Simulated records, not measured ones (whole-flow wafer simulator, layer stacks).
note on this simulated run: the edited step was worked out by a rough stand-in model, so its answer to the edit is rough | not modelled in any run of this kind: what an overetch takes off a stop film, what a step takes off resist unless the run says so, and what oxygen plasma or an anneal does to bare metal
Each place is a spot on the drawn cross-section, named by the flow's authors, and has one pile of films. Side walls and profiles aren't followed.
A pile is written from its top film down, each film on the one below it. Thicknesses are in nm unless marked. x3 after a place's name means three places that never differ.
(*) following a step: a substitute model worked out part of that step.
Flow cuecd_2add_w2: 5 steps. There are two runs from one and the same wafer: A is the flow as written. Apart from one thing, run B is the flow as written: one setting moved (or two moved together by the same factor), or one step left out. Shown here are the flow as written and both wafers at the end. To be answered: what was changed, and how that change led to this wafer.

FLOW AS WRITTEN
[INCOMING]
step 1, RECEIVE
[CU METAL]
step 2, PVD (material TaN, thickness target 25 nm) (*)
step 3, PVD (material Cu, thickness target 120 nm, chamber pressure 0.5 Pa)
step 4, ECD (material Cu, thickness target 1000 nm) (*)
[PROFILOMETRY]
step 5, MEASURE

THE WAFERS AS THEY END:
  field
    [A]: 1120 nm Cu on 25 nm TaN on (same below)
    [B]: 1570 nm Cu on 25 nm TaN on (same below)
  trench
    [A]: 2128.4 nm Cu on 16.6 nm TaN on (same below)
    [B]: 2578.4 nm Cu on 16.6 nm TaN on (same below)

The reason: step 4, ECD: thickness target 1450 nm was run, while the flow as written has thickness target 1000 nm.

The path from the change to this, step by step:
  step 4, ECD (material Cu, thickness target 1000 nm) (*)
      field: A +1000 Cu | B +1450 Cu
      trench: A +2047.6 Cu | B +2497.6 Cu
